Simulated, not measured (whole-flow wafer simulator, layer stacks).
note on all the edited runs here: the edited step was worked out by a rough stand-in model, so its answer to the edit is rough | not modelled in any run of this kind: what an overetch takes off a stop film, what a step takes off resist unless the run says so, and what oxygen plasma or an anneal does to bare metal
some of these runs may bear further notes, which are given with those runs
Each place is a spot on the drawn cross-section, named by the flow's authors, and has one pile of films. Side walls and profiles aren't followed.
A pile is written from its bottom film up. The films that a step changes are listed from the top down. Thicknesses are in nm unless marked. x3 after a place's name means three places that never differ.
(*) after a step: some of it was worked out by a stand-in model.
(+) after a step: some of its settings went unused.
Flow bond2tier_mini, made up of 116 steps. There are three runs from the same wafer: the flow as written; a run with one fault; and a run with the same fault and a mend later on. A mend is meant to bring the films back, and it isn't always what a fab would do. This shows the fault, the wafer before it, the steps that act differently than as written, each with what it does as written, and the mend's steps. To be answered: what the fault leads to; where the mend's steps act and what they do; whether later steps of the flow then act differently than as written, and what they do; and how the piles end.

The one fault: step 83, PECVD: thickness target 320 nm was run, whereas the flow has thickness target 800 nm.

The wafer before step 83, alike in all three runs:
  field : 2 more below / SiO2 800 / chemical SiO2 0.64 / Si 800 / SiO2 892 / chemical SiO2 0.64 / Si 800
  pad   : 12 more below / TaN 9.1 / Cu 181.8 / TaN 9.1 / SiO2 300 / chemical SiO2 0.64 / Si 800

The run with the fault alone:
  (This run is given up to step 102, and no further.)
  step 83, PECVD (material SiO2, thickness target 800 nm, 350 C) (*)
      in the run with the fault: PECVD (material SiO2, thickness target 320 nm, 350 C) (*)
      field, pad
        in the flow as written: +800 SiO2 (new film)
        in the run with the fault: +320 SiO2 (new film)
  Steps further on in the flow that do not act as written (1 more step, not shown, differs only slightly: by at most 2% or 0.5 nm, whichever is larger):
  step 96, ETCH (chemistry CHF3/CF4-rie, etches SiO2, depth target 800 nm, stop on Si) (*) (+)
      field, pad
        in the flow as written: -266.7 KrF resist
        in the run with the fault: -141.5 KrF resist
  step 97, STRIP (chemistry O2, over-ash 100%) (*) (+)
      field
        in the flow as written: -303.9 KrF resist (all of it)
        in the run with the fault: -429.1 KrF resist (all of it)
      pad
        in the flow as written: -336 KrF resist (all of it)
        in the run with the fault: -461.1 KrF resist (all of it)
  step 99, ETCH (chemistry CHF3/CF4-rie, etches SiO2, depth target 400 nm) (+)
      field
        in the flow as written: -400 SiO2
        in the run with the fault: -312 SiO2 (all of it), -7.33 Si
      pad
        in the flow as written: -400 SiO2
        in the run with the fault: -275 SiO2 (all of it), -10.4 Si
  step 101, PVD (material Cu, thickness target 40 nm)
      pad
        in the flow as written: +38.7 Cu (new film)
        in the run with the fault: +40 Cu (new film)
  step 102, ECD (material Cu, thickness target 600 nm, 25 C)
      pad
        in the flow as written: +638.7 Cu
        in the run with the fault: +603.1 Cu
  The piles after step 102 differ from the flow's at field, pad by more than 2% or 0.5 nm, whichever is larger.
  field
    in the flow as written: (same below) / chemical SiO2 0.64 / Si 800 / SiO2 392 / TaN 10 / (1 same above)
    in the run with the fault: (same below) / chemical SiO2 0.64 / Si 792.7 / TaN 10 / (1 same above)
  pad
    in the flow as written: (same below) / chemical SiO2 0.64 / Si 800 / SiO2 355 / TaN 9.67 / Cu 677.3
    in the run with the fault: (same below) / chemical SiO2 0.64 / Si 789.6 / TaN 10 / Cu 643.1

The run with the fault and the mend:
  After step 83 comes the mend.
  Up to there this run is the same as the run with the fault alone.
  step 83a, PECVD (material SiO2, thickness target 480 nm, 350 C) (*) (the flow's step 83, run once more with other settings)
      field, pad
        +480 SiO2
  Later steps of the flow that are run all act as written at every place that is followed.
  By the end, the piles equal the flow's at every place that both follow.
